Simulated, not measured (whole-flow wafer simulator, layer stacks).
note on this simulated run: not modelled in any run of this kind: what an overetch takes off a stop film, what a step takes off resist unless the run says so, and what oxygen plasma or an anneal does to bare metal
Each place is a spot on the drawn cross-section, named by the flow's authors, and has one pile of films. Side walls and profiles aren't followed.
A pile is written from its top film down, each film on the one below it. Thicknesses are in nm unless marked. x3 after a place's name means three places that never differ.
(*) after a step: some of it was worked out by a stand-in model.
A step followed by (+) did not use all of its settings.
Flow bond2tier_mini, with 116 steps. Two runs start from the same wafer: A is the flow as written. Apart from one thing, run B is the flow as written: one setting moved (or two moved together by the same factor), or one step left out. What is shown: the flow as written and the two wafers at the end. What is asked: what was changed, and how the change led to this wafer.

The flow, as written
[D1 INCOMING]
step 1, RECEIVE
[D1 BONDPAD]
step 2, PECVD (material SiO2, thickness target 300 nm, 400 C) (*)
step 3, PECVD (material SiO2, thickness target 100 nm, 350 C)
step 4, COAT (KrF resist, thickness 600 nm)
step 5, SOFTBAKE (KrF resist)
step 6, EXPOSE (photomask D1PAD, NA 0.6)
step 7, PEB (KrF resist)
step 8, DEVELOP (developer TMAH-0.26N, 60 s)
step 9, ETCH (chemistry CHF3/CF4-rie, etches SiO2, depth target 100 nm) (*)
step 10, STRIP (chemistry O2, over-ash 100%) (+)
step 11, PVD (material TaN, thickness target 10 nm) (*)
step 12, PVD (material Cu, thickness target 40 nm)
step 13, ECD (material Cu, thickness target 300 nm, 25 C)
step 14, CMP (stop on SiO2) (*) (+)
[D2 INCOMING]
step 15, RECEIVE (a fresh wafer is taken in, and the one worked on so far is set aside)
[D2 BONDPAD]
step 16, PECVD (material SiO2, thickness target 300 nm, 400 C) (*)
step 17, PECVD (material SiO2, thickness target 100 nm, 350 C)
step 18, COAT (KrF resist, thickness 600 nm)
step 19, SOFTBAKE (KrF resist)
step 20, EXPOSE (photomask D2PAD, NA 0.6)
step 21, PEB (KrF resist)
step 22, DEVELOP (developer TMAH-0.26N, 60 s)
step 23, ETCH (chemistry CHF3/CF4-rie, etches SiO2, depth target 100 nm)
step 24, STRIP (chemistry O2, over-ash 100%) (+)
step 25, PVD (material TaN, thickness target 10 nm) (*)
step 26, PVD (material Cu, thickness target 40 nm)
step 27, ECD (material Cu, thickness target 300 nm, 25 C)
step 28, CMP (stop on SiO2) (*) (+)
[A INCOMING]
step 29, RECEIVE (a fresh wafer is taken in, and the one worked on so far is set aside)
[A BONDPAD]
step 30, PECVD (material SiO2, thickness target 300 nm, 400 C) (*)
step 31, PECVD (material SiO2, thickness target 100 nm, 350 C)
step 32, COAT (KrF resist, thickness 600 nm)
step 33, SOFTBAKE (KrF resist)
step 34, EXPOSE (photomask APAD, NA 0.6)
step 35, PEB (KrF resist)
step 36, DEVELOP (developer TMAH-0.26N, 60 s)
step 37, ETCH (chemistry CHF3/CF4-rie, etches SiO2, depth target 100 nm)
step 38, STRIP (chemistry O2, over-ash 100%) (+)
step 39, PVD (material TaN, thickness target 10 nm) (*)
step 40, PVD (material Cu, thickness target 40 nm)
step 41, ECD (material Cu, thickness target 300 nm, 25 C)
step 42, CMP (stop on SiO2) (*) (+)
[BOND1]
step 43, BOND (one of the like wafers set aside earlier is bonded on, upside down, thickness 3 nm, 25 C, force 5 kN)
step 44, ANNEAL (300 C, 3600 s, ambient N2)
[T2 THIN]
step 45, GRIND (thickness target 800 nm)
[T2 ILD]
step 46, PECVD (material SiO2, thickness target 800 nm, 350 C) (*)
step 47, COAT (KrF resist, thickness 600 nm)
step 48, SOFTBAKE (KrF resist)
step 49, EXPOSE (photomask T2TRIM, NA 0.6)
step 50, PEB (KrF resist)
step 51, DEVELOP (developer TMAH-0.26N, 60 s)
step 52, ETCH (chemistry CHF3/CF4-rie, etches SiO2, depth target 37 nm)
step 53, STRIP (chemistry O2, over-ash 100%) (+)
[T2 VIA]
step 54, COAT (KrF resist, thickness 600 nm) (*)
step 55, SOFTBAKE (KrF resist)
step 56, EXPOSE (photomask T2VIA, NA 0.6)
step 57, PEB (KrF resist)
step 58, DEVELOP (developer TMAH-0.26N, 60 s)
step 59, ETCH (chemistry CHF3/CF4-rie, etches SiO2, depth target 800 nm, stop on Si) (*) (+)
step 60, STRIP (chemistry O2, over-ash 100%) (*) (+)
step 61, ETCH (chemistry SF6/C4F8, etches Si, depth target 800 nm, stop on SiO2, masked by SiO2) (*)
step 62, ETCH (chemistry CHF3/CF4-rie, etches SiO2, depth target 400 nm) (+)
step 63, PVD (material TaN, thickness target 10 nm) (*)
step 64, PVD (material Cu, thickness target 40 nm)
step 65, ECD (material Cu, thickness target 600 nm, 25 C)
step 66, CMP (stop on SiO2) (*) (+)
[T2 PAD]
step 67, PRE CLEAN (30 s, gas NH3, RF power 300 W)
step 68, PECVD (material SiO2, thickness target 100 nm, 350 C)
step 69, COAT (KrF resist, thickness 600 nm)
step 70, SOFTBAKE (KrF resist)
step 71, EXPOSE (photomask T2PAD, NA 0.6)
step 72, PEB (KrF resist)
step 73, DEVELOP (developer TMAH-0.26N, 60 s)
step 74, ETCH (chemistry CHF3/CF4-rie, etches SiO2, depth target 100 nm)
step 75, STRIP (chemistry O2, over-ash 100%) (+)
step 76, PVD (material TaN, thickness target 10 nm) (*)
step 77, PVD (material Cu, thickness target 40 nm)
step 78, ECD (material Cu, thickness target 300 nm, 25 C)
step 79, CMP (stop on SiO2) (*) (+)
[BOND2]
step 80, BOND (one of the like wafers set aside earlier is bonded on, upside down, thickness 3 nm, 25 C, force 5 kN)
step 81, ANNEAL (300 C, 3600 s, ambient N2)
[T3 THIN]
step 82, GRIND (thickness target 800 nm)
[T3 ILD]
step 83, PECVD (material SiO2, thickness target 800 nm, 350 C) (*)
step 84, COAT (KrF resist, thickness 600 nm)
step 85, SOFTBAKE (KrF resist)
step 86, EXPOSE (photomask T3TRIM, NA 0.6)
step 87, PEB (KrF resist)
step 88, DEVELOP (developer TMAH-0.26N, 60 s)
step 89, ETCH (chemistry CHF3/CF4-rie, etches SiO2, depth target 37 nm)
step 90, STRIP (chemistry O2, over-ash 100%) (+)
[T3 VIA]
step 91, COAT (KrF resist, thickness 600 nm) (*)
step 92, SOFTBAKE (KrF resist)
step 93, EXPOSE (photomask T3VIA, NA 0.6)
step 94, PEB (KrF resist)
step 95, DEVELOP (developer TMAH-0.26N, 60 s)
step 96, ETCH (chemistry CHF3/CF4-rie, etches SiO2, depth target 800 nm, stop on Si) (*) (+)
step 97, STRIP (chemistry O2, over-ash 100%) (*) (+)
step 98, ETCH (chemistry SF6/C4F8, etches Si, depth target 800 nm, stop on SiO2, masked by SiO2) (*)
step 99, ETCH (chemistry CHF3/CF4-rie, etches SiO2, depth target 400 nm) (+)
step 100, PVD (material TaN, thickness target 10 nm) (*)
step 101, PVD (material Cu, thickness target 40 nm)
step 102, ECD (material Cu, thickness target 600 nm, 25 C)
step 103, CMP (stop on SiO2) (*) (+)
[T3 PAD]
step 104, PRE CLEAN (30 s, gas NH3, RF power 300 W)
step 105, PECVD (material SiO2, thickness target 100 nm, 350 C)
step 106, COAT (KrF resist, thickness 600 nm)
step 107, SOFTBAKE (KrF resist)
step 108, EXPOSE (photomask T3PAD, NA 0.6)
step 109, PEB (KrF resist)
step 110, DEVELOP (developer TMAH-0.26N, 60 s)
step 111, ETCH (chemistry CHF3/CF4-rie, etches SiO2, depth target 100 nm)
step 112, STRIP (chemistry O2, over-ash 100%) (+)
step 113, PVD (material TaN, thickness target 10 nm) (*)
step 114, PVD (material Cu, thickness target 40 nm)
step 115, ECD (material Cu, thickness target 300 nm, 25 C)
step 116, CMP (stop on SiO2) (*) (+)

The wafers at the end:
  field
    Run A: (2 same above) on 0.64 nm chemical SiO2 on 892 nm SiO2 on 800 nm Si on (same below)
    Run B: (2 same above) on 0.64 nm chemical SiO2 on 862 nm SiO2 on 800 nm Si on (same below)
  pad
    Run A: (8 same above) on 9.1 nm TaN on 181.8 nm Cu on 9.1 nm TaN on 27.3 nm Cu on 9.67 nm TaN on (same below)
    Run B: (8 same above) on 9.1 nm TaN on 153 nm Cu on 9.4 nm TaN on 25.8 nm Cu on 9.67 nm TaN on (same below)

The reason: step 68, PECVD: thickness target 70 nm was run, whereas the flow has thickness target 100 nm.

The path from the change to this, step by step:
  step 68, PECVD (material SiO2, thickness target 100 nm, 350 C)
      field: A SiO2 gains 100 | B SiO2 gains 70
      pad: A SiO2 gains 100 (new film) | B SiO2 gains 70 (new film)
  step 74, ETCH (chemistry CHF3/CF4-rie, etches SiO2, depth target 100 nm)
      pad: A SiO2 loses 100 (all of it) | B SiO2 loses 70 (all of it), Cu loses 1.5
  step 77, PVD (material Cu, thickness target 40 nm)
      pad: A Cu gains 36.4 (new film) | B Cu gains 37.4 (new film)
  step 78, ECD (material Cu, thickness target 300 nm, 25 C)
      pad: A Cu gains 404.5 | B Cu gains 374.7
